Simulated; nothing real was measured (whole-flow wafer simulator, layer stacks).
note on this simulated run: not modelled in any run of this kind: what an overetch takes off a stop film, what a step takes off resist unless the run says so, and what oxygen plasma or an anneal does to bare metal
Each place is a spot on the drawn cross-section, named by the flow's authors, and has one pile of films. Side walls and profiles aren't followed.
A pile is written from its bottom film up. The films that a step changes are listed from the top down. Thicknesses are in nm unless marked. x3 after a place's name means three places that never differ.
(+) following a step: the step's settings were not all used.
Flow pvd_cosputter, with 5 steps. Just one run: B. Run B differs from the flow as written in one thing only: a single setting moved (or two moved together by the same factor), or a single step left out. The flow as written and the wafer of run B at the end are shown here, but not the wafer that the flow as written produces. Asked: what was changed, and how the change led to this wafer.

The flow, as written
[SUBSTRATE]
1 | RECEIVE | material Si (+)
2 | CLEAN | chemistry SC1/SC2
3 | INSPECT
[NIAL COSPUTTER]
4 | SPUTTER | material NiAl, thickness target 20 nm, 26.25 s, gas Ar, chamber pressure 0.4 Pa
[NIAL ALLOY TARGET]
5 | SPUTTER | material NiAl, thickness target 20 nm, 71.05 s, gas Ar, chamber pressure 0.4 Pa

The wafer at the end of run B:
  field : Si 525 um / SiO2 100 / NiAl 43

Cause: step 5, SPUTTER: thickness target 23 nm was run, whereas the flow has thickness target 20 nm.

How this came from the change, step by step:
  5 | SPUTTER | material NiAl, thickness target 20 nm, 71.05 s, gas Ar, chamber pressure 0.4 Pa
      field: NiAl gains 23 (in the flow as written it would be: NiAl gains 20)
